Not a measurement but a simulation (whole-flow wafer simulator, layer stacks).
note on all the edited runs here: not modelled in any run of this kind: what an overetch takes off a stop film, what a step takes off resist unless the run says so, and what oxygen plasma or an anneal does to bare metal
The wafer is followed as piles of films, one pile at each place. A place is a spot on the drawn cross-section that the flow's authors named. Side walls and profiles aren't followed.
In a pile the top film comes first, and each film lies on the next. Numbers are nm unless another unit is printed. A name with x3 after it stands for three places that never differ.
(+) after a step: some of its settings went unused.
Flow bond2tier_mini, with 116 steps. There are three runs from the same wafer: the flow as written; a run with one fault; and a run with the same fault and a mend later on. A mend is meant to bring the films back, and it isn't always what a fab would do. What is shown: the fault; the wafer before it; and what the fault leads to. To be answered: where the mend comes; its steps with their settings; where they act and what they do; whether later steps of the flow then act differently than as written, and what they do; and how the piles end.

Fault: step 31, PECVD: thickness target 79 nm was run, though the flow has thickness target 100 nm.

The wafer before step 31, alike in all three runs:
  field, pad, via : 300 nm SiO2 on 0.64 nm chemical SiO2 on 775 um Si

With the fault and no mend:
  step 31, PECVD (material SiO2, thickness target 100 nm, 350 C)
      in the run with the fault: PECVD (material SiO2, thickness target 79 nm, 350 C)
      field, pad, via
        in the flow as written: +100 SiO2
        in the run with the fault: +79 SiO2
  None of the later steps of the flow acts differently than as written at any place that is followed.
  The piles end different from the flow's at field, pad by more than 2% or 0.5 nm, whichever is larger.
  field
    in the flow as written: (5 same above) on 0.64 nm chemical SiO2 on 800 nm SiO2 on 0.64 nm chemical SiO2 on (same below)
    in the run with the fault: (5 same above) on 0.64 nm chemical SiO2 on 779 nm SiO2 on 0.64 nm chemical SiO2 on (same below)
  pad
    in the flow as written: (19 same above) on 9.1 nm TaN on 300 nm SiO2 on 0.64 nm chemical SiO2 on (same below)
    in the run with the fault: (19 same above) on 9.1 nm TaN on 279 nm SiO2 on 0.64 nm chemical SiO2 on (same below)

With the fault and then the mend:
  The mend stands after step 36.
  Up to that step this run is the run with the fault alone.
  step 36a, STRIP (chemistry O2, over-ash 100%) (+)
      field
        -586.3 KrF resist (all of it)
  step 36b, PECVD (material SiO2, thickness target 21 nm, 350 C) (the flow's step 31, run once more with other settings)
      field, pad, via
        +21 SiO2
  step 36c, COAT (KrF resist, thickness 600 nm) (the flow's step 32, run once more)
      field, pad, via
        +600 KrF resist (new film)
  step 36d, SOFTBAKE (KrF resist) (the flow's step 33, run once more)
      alters no film at any place that is followed
  step 36e, EXPOSE (photomask APAD, NA 0.6) (the flow's step 34, run once more)
      alters no film at any place that is followed
  step 36f, PEB (KrF resist) (the flow's step 35, run once more)
      alters no film at any place that is followed
  step 36g, DEVELOP (developer TMAH-0.26N, 60 s) (the flow's step 36, run once more)
      pad, via
        -600 KrF resist (all of it)
      field
        -13.7 KrF resist
  None of the later steps of the flow acts differently than as written at any place that is followed.
  The piles end the same as the flow's at every place that both follow.
